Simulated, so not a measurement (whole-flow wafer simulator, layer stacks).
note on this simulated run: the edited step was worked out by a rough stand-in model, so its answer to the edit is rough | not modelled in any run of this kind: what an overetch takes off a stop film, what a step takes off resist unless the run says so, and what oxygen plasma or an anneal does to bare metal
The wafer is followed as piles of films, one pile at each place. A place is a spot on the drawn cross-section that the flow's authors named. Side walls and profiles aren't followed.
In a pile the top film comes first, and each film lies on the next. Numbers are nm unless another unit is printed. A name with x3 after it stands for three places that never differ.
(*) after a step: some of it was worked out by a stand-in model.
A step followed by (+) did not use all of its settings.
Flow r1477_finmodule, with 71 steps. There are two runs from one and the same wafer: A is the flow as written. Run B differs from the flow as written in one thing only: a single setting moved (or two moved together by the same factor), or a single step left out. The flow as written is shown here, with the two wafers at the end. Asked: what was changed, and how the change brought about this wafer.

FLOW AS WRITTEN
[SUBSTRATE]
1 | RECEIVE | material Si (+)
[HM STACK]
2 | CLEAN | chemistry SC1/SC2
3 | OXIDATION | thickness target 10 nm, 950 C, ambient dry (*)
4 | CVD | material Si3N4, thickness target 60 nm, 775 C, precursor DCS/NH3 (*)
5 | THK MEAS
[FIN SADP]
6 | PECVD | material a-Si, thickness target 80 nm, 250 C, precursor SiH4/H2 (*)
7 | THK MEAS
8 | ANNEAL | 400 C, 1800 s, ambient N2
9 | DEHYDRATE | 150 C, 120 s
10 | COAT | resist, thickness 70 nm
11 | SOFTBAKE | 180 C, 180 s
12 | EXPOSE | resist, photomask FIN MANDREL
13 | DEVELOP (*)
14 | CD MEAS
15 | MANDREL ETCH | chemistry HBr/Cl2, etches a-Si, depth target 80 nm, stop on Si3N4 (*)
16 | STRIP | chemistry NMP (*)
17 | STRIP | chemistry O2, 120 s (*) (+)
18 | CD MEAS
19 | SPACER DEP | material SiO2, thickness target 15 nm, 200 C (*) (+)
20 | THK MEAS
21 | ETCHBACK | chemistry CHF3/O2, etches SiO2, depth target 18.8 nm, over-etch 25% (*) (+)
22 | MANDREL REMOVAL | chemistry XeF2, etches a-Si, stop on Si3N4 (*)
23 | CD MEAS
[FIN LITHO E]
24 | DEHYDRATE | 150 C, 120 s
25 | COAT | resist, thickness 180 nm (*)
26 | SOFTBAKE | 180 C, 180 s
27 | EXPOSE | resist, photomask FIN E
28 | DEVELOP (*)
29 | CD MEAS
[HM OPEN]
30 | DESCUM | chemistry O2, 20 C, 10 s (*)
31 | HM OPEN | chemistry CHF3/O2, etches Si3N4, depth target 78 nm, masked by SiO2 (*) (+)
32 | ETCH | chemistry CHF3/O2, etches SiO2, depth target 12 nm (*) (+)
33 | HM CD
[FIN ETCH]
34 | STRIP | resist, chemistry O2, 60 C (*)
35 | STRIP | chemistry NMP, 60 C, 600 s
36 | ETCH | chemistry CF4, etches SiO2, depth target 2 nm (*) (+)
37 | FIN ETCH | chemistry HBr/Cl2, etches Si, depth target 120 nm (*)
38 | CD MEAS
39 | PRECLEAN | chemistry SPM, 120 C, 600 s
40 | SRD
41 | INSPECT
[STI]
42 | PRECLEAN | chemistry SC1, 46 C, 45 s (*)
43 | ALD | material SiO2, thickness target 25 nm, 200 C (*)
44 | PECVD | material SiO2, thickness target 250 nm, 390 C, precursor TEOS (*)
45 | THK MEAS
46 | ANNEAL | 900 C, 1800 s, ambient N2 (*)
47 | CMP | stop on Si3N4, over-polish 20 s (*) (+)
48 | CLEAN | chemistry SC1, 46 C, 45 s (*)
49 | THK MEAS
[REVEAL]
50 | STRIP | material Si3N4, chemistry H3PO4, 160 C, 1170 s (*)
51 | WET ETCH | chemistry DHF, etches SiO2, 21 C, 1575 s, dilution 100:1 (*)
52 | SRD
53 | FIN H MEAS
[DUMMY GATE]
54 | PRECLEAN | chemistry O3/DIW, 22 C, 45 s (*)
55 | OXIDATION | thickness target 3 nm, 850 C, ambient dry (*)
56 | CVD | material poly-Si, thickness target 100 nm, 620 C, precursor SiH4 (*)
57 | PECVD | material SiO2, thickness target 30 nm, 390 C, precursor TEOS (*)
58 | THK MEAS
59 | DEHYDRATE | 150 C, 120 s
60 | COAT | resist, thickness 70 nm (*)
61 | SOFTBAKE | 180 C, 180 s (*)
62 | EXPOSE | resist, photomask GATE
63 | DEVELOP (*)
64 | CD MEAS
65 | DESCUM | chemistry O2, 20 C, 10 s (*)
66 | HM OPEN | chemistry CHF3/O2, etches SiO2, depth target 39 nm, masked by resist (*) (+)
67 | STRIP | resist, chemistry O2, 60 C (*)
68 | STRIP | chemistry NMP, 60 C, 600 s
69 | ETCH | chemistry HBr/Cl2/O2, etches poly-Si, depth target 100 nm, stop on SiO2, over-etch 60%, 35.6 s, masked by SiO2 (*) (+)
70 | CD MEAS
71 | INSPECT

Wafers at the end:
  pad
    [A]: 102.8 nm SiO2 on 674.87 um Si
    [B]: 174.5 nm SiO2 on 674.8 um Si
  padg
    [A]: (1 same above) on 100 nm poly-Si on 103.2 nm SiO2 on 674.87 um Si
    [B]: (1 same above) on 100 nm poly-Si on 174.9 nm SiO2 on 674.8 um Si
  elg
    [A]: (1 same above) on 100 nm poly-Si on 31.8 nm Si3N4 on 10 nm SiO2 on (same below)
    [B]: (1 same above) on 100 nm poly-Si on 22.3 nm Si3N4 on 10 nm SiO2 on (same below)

The reason: step 37, FIN ETCH: depth target 192 nm was run, though the flow has depth target 120 nm.

The path from the change to this, step by step:
  37 | FIN ETCH | chemistry HBr/Cl2, etches Si, depth target 120 nm (*)
      pad, padg, esg and 19 more: A -120 Si | B -192 Si
      elg, e40lg, e100lg, e200lg, elo, e40lo, e100lo, e200lo: A -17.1 Si3N4 | B -27.4 Si3N4
      (and at 6 other places as well)
  43 | ALD | material SiO2, thickness target 25 nm, 200 C (*)
      s40cg, s45cg, s50cg, s40co, s45co, s50co: A +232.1 SiO2 (new film) | B +298.6 SiO2 (new film)
      esg: A +194.3 SiO2 (new film) | B +256 SiO2 (new film)
  47 | CMP | stop on Si3N4, over-polish 20 s (*) (+)
      pad, padg, e40sg and 11 more: A -71.8 SiO2 | B nothing
      elg, esg, e40lg and 6 more: A -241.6 SiO2 | B -231.3 SiO2
      (and at 1 other place as well)
  51 | WET ETCH | chemistry DHF, etches SiO2, 21 C, 1575 s, dilution 100:1 (*)
      elg, e40lg, e100lg, e200lg, elo, e40lo, e100lo, e200lo: A -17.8 SiO2 (all of it), -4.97 Si3N4 | B -28.1 SiO2 (all of it), -4.15 Si3N4
  56 | CVD | material poly-Si, thickness target 100 nm, 620 C, precursor SiH4 (*)
      esg: A +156 poly-Si (new film) | B +146.9 poly-Si (new film)
  60 | COAT | resist, thickness 70 nm (*)
      e40sg, e40so: A +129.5 resist (new film) | B +120.8 resist (new film)
      e100sg, e100so: A +129.4 resist (new film) | B +120.7 resist (new film)
      (and at 3 other places as well)
  63 | DEVELOP (*)
      eso: A -129.5 resist (all of it) | B -120.5 resist (all of it)
      e40so: A -129.5 resist (all of it) | B -120.8 resist (all of it)
      (and at 2 other places as well)
  67 | STRIP | resist, chemistry O2, 60 C (*)
      e40sg: A -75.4 resist (all of it) | B -66.7 resist (all of it)
      e100sg: A -75.3 resist (all of it) | B -66.6 resist (all of it)
      (and at 1 other place as well)
